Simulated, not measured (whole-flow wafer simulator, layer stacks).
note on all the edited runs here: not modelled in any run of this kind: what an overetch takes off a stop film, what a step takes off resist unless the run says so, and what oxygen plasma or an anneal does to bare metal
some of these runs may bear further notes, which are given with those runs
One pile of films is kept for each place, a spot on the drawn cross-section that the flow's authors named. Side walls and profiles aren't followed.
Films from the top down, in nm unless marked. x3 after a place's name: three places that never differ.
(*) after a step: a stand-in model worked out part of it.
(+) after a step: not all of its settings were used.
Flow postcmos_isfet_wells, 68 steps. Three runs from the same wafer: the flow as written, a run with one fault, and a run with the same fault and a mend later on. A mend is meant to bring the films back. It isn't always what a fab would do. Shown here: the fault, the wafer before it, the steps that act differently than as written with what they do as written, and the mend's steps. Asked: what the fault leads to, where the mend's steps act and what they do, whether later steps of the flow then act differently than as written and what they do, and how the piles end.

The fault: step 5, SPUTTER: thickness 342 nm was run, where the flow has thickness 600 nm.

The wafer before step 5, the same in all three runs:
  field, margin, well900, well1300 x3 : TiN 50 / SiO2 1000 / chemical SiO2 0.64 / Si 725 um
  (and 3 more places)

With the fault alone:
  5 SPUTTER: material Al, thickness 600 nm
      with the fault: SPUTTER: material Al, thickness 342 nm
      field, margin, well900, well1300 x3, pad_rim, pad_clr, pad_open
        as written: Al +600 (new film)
        with the fault: Al +342 (new film)
  Later steps of the flow that act differently than as written:
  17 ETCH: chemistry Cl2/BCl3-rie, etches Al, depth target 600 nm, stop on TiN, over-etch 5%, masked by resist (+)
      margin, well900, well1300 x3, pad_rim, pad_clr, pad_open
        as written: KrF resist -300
        with the fault: KrF resist -179.5
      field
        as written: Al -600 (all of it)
        with the fault: Al -342 (all of it)
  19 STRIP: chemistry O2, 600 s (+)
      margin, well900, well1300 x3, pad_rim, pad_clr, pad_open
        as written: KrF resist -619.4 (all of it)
        with the fault: KrF resist -739.8 (all of it)
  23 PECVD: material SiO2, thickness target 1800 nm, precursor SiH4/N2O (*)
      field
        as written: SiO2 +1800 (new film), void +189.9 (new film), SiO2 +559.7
        with the fault: SiO2 +2291.6
  At the end the piles differ from the flow's by more than 2% or 0.5 nm, whichever is larger, at field, margin, well900, well1300 x3, pad_rim, pad_clr, pad_open.
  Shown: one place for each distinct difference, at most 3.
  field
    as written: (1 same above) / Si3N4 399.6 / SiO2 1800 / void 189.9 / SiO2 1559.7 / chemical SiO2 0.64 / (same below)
    with the fault: (1 same above) / Si3N4 399.6 / SiO2 3291.6 / chemical SiO2 0.64 / (same below)
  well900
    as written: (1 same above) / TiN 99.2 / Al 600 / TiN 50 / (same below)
    with the fault: (1 same above) / TiN 99.2 / Al 342 / TiN 50 / (same below)
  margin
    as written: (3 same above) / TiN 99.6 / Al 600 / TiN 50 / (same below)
    with the fault: (3 same above) / TiN 99.6 / Al 342 / TiN 50 / (same below)

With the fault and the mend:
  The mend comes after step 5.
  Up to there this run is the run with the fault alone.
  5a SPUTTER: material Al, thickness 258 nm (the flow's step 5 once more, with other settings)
      field, margin, well900, well1300 x3, pad_rim, pad_clr, pad_open
        Al +258
  No later step of the flow acts differently than as written at any place that is followed.
  At the end the piles are the same as the flow's at every place that both follow.
